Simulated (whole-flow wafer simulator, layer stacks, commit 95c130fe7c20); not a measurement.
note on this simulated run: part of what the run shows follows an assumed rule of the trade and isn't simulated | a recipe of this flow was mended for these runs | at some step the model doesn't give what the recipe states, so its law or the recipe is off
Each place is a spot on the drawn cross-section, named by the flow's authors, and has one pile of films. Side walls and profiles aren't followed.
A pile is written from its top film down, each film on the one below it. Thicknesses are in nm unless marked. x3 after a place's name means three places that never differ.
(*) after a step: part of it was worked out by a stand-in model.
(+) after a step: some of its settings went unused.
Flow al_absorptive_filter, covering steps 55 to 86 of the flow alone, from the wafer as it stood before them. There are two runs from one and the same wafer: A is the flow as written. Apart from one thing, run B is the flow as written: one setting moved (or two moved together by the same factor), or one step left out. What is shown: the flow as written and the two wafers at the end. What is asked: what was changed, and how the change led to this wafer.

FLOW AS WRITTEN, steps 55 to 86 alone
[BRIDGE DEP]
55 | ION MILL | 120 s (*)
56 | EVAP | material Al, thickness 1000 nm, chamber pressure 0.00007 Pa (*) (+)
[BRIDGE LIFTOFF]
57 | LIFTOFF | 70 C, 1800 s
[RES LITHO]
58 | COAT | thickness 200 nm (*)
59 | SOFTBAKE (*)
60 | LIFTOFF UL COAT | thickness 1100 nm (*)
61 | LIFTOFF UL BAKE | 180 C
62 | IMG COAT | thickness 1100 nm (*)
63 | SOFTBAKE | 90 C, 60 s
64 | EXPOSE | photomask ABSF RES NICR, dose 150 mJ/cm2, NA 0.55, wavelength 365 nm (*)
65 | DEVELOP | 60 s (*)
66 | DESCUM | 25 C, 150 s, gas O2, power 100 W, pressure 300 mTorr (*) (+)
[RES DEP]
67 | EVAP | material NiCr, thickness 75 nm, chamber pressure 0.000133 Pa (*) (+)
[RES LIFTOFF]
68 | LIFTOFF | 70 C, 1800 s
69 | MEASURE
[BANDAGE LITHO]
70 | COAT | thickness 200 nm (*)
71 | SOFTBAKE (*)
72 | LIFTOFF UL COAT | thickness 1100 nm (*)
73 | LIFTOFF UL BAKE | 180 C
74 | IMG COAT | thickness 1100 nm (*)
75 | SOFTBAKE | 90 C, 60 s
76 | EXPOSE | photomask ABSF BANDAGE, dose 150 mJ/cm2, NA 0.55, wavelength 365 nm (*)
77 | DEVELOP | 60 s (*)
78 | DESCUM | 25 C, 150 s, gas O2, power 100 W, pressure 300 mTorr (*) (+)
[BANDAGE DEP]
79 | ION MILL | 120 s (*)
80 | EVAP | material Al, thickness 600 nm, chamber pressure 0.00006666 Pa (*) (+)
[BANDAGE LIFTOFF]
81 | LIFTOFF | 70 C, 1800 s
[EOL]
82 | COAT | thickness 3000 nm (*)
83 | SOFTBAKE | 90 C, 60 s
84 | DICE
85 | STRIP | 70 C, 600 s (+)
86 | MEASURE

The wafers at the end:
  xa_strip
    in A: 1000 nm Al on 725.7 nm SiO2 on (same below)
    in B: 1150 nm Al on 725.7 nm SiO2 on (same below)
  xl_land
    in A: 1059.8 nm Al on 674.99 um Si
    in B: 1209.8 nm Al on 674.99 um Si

Cause: step 56, EVAP: thickness 1150 nm was run, though the flow has thickness 1000 nm.
The wafer itself shows it: xa_strip has Al 1150, and step 56 as written asks for 1000 nm.

Step by step, how the change led to this:
  56 | EVAP | material Al, thickness 1000 nm, chamber pressure 0.00007 Pa (*) (+)
      gnd, pad_far, pad_near and 10 more: A Al gains 1000 (new film) | B Al gains 1150 (new film)
      xl_land: A Al gains 1000 | B Al gains 1150
  57 | LIFTOFF | 70 C, 1800 s
      gnd, xa_field, idc_field: A Al loses 1000 (all of it), i-line-resist loses 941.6 (all of it), lift-off-underlayer loses 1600 (all of it), acrylic-e-beam-resist loses 200 (all of it) | B Al loses 1150 (all of it), i-line-resist loses 941.6 (all of it), lift-off-underlayer loses 1600 (all of it), acrylic-e-beam-resist loses 200 (all of it)
      pad_far: A Al loses 1000 (all of it), i-line-resist loses 940.5 (all of it), lift-off-underlayer loses 1591.1 (all of it), acrylic-e-beam-resist loses 198.5 (all of it) | B Al loses 1150 (all of it), i-line-resist loses 940.5 (all of it), lift-off-underlayer loses 1591.1 (all of it), acrylic-e-beam-resist loses 198.5 (all of it)
      (as well as at 6 more places)
  58 | COAT | thickness 200 nm (*)
      xa_margin: A acrylic-e-beam-resist gains 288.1 (new film) | B acrylic-e-beam-resist gains 314.5 (new film)
      xa_strip: A acrylic-e-beam-resist gains 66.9 (new film) | B acrylic-e-beam-resist gains 59.9 (new film)
  60 | LIFTOFF UL COAT | thickness 1100 nm (*)
      xa_margin: A lift-off-underlayer gains 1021 (new film) | B lift-off-underlayer gains 1074.7 (new film)
      xa_strip: A lift-off-underlayer gains 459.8 (new film) | B lift-off-underlayer gains 424.6 (new film)
  62 | IMG COAT | thickness 1100 nm (*)
      xa_margin: A i-line-resist gains 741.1 (new film) | B i-line-resist gains 699.7 (new film)
      xa_strip: A i-line-resist gains 577.9 (new film) | B i-line-resist gains 517.6 (new film)
  68 | LIFTOFF | 70 C, 1800 s
      xa_margin: A NiCr loses 75 (all of it), i-line-resist loses 598.1 (all of it), lift-off-underlayer loses 1021 (all of it), acrylic-e-beam-resist loses 288.1 (all of it) | B NiCr loses 75 (all of it), i-line-resist loses 556.4 (all of it), lift-off-underlayer loses 1074.7 (all of it), acrylic-e-beam-resist loses 314.5 (all of it)
      xa_strip: A NiCr loses 75 (all of it), i-line-resist loses 433.3 (all of it), lift-off-underlayer loses 459.8 (all of it), acrylic-e-beam-resist loses 66.9 (all of it) | B NiCr loses 75 (all of it), i-line-resist loses 373.3 (all of it), lift-off-underlayer loses 424.6 (all of it), acrylic-e-beam-resist loses 59.9 (all of it)
  70 | COAT | thickness 200 nm (*)
      xa_margin: A acrylic-e-beam-resist gains 288.1 (new film) | B acrylic-e-beam-resist gains 314.5 (new film)
      xa_strip: A acrylic-e-beam-resist gains 66.9 (new film) | B acrylic-e-beam-resist gains 59.9 (new film)
  72 | LIFTOFF UL COAT | thickness 1100 nm (*)
      xa_margin: A lift-off-underlayer gains 1021 (new film) | B lift-off-underlayer gains 1074.7 (new film)
      xa_strip: A lift-off-underlayer gains 459.8 (new film) | B lift-off-underlayer gains 424.6 (new film)
  74 | IMG COAT | thickness 1100 nm (*)
      xa_margin: A i-line-resist gains 741.1 (new film) | B i-line-resist gains 699.7 (new film)
      xa_strip: A i-line-resist gains 577.9 (new film) | B i-line-resist gains 517.6 (new film)
  81 | LIFTOFF | 70 C, 1800 s
      xa_margin: A Al loses 600 (all of it), i-line-resist loses 604.4 (all of it), lift-off-underlayer loses 1021 (all of it), acrylic-e-beam-resist loses 288.1 (all of it) | B Al loses 600 (all of it), i-line-resist loses 562.7 (all of it), lift-off-underlayer loses 1074.7 (all of it), acrylic-e-beam-resist loses 314.5 (all of it)
      xa_strip: A Al loses 600 (all of it), i-line-resist loses 439.6 (all of it), lift-off-underlayer loses 459.8 (all of it), acrylic-e-beam-resist loses 66.9 (all of it) | B Al loses 600 (all of it), i-line-resist loses 379.6 (all of it), lift-off-underlayer loses 424.6 (all of it), acrylic-e-beam-resist loses 59.9 (all of it)
  82 | COAT | thickness 3000 nm (*)
      xa_strip: A i-line-resist gains 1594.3 (new film) | B i-line-resist gains 1480.3 (new film)
  83 | SOFTBAKE | 90 C, 60 s
      xa_margin: A i-line-resist loses 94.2 | B i-line-resist loses 102.5
      xa_strip: A i-line-resist loses 117.3 | B i-line-resist loses 127.8
  85 | STRIP | 70 C, 600 s (+)
      xa_strip: A i-line-resist loses 1477 (all of it) | B i-line-resist loses 1352.5 (all of it)
